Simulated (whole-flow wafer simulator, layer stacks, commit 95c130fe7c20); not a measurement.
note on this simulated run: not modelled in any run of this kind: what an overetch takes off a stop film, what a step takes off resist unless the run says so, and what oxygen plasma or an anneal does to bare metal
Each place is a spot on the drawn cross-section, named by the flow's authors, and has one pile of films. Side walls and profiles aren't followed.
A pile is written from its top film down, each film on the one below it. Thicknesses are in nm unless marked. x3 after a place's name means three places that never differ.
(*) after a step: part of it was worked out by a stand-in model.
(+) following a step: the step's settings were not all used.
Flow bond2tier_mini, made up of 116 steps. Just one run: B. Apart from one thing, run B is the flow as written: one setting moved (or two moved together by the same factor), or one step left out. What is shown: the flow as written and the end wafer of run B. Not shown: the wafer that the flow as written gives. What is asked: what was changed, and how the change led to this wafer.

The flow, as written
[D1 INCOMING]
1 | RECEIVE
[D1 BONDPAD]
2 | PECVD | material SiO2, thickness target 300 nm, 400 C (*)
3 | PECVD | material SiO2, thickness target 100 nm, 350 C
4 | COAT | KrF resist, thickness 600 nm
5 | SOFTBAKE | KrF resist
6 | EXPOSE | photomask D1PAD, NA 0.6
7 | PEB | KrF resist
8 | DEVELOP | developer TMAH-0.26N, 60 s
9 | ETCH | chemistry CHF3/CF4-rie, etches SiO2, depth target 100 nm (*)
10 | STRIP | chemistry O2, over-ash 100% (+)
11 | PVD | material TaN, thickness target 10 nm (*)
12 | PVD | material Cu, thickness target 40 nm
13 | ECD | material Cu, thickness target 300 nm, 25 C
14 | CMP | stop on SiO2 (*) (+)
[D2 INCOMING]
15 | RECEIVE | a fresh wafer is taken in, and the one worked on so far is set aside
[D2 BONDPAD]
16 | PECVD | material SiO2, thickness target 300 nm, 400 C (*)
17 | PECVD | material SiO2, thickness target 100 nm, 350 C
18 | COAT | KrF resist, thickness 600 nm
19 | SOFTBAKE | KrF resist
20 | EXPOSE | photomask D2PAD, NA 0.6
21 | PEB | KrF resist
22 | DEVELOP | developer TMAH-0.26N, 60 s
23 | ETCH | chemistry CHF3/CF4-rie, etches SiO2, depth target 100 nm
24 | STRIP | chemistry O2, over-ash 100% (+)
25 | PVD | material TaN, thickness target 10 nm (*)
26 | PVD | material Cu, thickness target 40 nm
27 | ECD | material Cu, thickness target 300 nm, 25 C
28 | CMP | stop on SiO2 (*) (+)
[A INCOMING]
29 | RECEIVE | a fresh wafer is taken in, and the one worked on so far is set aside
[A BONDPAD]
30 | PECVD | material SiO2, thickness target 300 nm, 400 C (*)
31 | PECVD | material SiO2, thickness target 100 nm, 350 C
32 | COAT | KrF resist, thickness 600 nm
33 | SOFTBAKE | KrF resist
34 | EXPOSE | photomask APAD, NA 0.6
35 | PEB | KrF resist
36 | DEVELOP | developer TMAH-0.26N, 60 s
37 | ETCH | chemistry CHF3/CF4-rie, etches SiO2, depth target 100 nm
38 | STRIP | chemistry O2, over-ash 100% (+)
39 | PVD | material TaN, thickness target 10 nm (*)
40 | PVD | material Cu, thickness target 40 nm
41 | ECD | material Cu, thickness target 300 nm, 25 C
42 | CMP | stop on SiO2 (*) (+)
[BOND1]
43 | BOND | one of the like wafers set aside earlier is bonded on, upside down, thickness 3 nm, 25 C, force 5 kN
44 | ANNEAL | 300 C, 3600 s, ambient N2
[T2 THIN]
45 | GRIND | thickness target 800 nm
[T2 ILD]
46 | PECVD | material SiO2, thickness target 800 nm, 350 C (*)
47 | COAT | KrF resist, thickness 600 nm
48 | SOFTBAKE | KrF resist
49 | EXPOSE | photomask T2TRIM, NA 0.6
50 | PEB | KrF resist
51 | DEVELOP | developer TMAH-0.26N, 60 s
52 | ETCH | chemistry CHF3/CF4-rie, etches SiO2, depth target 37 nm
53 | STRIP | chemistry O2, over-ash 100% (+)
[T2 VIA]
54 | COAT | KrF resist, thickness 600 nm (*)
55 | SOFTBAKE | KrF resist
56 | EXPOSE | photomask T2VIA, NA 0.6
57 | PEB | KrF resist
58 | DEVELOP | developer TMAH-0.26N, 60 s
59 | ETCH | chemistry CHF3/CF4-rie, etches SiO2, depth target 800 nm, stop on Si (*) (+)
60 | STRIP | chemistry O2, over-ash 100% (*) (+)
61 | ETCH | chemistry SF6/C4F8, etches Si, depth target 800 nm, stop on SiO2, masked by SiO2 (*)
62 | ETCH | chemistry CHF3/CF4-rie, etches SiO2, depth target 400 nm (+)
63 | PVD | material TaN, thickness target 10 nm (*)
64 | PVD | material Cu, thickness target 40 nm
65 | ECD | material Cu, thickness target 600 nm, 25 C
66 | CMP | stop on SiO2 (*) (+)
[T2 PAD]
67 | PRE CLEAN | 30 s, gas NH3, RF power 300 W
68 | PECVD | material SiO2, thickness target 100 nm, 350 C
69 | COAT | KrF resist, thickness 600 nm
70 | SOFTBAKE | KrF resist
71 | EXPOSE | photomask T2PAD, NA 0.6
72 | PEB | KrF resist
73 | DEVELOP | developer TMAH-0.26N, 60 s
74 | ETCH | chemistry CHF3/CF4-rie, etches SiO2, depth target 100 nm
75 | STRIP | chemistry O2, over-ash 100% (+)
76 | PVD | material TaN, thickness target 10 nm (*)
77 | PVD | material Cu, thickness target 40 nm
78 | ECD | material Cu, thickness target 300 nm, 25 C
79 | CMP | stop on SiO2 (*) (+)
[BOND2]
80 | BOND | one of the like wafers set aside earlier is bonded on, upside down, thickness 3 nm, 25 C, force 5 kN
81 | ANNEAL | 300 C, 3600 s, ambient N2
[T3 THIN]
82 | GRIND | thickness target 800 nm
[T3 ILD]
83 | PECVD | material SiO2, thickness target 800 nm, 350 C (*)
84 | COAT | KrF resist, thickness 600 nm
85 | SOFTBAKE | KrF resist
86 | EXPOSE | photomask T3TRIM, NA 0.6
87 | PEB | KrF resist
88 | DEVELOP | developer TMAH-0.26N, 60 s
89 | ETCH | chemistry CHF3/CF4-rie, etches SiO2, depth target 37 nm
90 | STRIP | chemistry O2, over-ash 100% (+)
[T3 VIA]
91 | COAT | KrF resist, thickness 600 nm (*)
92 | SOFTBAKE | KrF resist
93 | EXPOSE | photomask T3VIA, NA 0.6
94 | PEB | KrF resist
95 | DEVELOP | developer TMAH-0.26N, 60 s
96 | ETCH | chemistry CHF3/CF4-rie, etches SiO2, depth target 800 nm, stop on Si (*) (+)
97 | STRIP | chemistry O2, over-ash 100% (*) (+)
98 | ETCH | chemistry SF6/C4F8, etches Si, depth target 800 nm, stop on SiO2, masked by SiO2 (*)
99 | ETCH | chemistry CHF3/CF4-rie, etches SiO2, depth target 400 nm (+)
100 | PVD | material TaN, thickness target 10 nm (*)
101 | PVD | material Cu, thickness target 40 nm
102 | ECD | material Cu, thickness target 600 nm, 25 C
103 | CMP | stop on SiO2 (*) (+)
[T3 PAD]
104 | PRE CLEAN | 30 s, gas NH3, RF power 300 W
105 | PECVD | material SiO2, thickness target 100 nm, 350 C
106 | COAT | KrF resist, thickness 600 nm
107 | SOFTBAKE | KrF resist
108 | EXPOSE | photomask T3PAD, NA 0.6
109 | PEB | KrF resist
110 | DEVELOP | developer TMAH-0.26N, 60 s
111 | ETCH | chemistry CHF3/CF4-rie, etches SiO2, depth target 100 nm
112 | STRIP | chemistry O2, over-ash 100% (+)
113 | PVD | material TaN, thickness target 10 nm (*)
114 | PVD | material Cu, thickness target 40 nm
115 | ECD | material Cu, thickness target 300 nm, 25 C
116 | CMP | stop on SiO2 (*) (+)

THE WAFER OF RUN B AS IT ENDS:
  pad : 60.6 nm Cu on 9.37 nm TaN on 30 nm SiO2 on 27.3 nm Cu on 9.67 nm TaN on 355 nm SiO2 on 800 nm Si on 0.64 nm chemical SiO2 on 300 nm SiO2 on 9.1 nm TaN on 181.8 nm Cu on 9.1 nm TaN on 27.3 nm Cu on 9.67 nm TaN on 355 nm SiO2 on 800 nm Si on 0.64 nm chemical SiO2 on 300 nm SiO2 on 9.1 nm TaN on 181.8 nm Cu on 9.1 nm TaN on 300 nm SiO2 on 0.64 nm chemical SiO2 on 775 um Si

The reason: step 111, ETCH: depth target 70 nm was run, whereas the flow has depth target 100 nm.

Step by step, how the change led to this:
  111 | ETCH | chemistry CHF3/CF4-rie, etches SiO2, depth target 100 nm
      pad: SiO2 loses 70 (in the flow as written it would be: SiO2 loses 100 (all of it))
      field: KrF resist loses 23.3 (in the flow as written it would be: KrF resist loses 33.3)
  114 | PVD | material Cu, thickness target 40 nm
      pad: Cu gains 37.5 (new film) (in the flow as written it would be: Cu gains 36.4 (new film))
  115 | ECD | material Cu, thickness target 300 nm, 25 C
      pad: Cu gains 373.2 (in the flow as written it would be: Cu gains 404.5)
With metal films that touch counted as one body, pad has 4 bodies (between them, from the top down: SiO2 30; SiO2 355 / Si 800 / chemical SiO2 0.64 / SiO2 300; SiO2 355 / Si 800 / chemical SiO2 0.64 / SiO2 300); the flow as written gives 3 bodies (between them, from the top down: SiO2 355 / Si 800 / chemical SiO2 0.64 / SiO2 300; SiO2 355 / Si 800 / chemical SiO2 0.64 / SiO2 300).
